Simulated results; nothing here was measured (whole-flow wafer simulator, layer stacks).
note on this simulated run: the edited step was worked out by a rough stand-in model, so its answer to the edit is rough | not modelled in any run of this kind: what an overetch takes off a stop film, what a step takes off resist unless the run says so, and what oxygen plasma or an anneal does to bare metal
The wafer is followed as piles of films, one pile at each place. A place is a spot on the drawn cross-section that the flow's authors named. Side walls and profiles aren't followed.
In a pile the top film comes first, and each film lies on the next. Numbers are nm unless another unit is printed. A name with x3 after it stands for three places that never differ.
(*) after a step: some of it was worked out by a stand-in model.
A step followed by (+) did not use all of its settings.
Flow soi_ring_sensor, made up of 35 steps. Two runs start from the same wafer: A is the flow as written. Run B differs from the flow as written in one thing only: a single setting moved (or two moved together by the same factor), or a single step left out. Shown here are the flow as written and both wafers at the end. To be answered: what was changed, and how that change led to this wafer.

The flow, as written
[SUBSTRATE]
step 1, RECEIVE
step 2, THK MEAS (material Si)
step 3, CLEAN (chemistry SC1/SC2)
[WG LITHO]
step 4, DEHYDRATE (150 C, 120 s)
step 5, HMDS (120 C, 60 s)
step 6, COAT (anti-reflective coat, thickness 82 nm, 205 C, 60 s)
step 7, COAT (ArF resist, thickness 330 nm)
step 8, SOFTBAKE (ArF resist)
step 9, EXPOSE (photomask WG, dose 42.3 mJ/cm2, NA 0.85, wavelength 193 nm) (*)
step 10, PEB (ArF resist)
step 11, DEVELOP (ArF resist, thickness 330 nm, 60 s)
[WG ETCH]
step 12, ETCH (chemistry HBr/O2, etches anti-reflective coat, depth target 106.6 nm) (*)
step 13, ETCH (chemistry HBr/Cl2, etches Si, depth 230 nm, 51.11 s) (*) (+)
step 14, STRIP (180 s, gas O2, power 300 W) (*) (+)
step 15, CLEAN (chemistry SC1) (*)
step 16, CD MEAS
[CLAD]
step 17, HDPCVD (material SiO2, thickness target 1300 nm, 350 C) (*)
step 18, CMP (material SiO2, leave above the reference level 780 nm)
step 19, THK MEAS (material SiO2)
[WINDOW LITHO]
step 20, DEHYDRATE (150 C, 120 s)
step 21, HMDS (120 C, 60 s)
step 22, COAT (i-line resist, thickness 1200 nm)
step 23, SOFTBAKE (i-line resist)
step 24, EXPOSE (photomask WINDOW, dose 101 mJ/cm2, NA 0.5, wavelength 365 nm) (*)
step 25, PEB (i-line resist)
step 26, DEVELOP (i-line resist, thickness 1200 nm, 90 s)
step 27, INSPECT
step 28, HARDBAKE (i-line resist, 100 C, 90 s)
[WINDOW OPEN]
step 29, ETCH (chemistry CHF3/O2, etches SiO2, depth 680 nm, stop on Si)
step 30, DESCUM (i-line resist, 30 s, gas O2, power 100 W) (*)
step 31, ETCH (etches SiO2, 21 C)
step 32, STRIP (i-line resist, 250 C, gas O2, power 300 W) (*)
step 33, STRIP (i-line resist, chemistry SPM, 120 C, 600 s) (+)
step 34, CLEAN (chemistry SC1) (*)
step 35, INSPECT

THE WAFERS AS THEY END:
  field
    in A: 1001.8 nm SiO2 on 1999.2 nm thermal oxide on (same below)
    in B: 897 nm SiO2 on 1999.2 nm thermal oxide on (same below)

Cause: step 17, HDPCVD: thickness target 897 nm was run, while the flow as written has thickness target 1300 nm.

How this came from the change, step by step:
  step 17, HDPCVD (material SiO2, thickness target 1300 nm, 350 C) (*)
      core, gap, window, field, core_clad, gap_clad: A +1300 SiO2 (new film) | B +897 SiO2 (new film)
  step 18, CMP (material SiO2, leave above the reference level 780 nm)
      gap, window, field, gap_clad: A -298.2 SiO2 | B nothing
      core, core_clad: A -520 SiO2 | B -117 SiO2
  step 22, COAT (i-line resist, thickness 1200 nm)
      core, core_clad: A +1200 i-line resist (new film) | B +1108.6 i-line resist (new film)
  step 23, SOFTBAKE (i-line resist)
      core, core_clad: A nothing | B -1 i-line resist
      gap, gap_clad: A nothing | B -1.27 i-line resist
  step 25, PEB (i-line resist)
      core, core_clad: A -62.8 i-line resist | B -57.8 i-line resist
  step 26, DEVELOP (i-line resist, thickness 1200 nm, 90 s)
      core: A -1137.2 i-line resist (all of it) | B -1049.8 i-line resist (all of it)
  step 32, STRIP (i-line resist, 250 C, gas O2, power 300 W) (*)
      core_clad: A -550.1 i-line resist (all of it) | B -462.9 i-line resist (all of it)
